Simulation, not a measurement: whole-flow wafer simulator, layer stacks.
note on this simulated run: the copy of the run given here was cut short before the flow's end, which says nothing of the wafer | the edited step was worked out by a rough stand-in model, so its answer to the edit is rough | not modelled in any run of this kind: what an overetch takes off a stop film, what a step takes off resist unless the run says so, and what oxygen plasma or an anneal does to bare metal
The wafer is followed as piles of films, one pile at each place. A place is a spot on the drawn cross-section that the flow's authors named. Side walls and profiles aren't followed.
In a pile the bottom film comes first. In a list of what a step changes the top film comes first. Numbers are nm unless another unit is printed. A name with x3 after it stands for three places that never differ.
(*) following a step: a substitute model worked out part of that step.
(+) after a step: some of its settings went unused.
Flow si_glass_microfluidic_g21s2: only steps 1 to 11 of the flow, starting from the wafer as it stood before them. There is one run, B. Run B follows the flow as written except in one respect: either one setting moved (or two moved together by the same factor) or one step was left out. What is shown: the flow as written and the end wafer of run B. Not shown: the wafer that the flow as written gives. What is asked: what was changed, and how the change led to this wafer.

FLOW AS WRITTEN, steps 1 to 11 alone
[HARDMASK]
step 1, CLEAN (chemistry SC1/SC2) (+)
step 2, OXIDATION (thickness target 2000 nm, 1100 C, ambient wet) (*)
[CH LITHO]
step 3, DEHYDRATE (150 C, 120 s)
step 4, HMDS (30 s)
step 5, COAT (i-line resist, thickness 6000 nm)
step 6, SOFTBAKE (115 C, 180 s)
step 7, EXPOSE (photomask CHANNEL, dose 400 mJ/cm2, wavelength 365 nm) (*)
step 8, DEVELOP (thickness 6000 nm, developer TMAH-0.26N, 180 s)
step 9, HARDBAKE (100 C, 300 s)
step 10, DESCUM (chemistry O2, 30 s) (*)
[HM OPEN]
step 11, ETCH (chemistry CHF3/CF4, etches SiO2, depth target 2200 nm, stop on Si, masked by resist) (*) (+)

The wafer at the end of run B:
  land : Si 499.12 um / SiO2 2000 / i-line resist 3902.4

The reason: step 11, ETCH: depth target 2475 nm was run, though the flow has depth target 2200 nm.

Step by step, how the change led to this:
  step 11, ETCH (chemistry CHF3/CF4, etches SiO2, depth target 2200 nm, stop on Si, masked by resist) (*) (+)
      land: i-line resist loses 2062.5 (as written it would have been: i-line resist loses 1833.3)
